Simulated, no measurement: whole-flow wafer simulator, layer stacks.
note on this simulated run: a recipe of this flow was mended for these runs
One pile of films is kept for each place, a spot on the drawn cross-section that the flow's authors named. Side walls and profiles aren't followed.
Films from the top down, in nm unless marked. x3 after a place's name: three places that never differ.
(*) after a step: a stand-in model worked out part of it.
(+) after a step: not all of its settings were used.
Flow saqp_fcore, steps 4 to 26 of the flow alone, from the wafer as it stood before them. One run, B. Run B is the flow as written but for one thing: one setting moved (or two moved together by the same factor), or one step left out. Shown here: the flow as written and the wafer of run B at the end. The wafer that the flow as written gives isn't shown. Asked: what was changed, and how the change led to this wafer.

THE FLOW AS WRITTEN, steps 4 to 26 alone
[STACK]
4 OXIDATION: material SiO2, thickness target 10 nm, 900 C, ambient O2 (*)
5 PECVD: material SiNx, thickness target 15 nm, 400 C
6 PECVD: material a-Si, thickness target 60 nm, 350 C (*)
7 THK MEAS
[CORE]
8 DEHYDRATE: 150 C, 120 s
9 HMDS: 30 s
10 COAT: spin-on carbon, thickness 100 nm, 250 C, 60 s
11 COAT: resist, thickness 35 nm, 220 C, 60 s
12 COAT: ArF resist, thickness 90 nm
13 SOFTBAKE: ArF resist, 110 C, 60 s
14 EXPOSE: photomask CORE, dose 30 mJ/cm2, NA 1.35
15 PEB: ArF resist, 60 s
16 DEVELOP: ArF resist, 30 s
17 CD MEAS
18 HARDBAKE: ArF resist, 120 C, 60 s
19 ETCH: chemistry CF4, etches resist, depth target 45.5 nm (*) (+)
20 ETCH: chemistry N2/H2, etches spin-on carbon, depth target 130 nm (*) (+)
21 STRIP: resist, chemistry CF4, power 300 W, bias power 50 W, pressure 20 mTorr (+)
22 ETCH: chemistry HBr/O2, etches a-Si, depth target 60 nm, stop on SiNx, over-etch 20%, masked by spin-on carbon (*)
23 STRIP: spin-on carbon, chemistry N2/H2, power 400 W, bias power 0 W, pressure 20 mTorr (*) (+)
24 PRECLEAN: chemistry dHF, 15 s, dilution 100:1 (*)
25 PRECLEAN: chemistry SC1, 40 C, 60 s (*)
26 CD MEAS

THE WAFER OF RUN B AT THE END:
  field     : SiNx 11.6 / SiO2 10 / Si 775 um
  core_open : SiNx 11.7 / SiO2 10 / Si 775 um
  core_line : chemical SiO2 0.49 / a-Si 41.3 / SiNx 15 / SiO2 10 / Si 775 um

The cause: step 6, PECVD: thickness target 42 nm was run, where the flow has thickness target 60 nm.

How the change led to this, step by step:
  6 PECVD: material a-Si, thickness target 60 nm, 350 C (*)
      field, core_open, core_line: a-Si +42 (new film) (as written it would be: a-Si +60 (new film))
  22 ETCH: chemistry HBr/O2, etches a-Si, depth target 60 nm, stop on SiNx, over-etch 20%, masked by spin-on carbon (*)
      field: a-Si -18.8 (all of it), SiNx -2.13 (as written it would be: a-Si -36.8 (all of it), SiNx -1.41)
      core_open: a-Si -21.4 (all of it), SiNx -2.02 (as written it would be: a-Si -39.4 (all of it), SiNx -1.3)
      (and at 1 more place)
  23 STRIP: spin-on carbon, chemistry N2/H2, power 400 W, bias power 0 W, pressure 20 mTorr (*) (+)
      core_line: spin-on carbon -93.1 (all of it) (as written it would be: spin-on carbon -88.8 (all of it))
